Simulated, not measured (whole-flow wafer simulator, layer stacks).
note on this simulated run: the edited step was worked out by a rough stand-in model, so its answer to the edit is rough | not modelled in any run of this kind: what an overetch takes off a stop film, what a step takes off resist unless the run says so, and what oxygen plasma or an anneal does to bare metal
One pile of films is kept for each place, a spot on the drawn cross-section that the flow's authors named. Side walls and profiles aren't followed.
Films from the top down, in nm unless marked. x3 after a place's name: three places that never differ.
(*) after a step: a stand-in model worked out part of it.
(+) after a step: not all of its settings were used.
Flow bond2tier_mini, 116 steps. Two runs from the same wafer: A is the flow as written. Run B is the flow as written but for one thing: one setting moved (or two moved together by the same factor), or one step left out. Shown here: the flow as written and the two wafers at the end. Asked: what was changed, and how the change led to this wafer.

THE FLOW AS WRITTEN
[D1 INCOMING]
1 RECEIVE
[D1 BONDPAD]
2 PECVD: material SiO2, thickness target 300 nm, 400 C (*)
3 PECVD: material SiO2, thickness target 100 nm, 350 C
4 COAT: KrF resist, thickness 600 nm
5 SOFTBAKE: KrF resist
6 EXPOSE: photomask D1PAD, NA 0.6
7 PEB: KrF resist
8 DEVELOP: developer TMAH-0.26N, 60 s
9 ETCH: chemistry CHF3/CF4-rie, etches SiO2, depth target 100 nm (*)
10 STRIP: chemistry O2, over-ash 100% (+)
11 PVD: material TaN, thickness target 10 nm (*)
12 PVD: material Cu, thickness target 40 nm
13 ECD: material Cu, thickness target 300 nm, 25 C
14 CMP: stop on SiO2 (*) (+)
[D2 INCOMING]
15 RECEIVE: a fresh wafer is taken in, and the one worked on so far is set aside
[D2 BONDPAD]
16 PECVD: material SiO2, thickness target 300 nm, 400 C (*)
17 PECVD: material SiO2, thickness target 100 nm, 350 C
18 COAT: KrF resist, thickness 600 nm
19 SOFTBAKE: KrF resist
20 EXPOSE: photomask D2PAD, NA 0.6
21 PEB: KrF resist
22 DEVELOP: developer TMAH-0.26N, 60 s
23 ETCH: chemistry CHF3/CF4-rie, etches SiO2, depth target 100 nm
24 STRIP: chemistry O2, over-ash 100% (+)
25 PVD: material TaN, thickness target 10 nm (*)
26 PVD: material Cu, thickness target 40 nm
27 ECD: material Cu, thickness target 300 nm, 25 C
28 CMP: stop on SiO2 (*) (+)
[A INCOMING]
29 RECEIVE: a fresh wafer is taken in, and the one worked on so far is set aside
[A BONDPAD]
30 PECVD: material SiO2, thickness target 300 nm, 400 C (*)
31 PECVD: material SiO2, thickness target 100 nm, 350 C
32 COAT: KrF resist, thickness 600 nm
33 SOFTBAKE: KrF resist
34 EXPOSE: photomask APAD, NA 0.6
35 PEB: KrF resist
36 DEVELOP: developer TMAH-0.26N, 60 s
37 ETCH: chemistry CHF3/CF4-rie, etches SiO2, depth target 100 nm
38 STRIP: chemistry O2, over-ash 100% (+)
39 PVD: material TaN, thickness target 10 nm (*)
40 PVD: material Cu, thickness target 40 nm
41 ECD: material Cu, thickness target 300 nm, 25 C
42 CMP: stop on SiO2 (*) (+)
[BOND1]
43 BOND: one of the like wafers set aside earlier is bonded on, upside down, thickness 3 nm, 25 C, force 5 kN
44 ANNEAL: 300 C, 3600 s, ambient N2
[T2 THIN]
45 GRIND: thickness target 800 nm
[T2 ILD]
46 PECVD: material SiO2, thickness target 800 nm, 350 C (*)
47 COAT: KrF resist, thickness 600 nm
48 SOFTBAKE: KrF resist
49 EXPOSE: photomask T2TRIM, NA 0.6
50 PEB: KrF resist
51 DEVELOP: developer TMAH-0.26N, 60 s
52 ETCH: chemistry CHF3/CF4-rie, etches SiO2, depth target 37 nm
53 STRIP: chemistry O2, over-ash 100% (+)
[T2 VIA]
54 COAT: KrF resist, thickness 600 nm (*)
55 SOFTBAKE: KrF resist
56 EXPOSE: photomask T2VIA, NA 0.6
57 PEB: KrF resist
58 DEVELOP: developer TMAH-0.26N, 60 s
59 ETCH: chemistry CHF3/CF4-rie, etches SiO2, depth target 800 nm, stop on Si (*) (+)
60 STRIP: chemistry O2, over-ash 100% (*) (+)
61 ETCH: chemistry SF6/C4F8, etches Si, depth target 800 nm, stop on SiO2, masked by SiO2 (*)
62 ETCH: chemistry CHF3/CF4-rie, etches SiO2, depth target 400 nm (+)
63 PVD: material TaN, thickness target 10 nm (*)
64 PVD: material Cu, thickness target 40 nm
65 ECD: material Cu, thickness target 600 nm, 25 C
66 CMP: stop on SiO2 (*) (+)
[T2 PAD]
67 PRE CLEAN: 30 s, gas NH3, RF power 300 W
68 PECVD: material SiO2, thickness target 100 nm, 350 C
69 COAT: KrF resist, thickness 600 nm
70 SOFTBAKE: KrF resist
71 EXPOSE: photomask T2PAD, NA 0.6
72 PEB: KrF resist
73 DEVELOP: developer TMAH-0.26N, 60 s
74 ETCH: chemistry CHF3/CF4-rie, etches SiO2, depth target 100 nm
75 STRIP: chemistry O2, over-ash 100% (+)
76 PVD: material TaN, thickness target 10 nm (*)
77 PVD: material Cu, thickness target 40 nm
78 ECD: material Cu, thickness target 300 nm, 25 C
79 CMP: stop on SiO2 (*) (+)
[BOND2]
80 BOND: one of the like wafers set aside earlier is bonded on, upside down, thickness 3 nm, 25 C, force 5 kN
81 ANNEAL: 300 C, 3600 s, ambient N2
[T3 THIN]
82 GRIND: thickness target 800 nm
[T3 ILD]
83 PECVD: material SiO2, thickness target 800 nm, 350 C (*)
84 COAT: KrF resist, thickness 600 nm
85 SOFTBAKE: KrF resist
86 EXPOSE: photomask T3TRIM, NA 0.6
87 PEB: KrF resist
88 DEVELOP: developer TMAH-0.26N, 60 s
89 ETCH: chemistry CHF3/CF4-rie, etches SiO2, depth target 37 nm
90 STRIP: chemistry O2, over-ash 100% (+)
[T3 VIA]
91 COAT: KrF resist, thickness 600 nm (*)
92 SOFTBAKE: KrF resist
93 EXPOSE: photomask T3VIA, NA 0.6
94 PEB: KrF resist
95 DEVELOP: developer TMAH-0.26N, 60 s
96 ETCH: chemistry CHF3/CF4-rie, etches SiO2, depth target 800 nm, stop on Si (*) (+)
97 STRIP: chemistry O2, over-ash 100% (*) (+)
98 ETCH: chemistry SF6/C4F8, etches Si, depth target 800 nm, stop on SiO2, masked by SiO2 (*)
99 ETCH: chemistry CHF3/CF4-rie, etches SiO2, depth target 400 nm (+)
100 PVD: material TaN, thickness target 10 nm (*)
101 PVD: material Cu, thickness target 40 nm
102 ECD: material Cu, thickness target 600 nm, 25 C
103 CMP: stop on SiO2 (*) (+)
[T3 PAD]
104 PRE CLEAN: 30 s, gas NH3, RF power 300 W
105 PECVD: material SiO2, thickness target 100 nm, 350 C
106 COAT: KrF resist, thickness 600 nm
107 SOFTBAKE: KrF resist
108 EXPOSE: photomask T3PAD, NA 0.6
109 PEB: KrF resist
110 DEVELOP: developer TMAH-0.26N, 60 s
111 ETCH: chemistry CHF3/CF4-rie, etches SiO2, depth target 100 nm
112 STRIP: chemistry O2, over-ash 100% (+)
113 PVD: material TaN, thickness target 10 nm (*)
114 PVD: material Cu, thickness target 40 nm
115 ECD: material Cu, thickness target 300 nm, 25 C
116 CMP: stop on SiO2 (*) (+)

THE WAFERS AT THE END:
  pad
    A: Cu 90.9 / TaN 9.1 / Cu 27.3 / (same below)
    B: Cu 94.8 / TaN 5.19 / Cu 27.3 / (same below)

The cause: step 113, PVD: thickness target 5.7 nm was run, where the flow has thickness target 10 nm.

How the change led to this, step by step:
  113 PVD: material TaN, thickness target 10 nm (*)
      field: A TaN +10 (new film) | B TaN +5.7 (new film)
      pad: A TaN +9.1 (new film) | B TaN +5.19 (new film)
  116 CMP: stop on SiO2 (*) (+)
      field: A Cu -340 (all of it), TaN -10 (all of it) | B Cu -340 (all of it), TaN -5.7 (all of it)
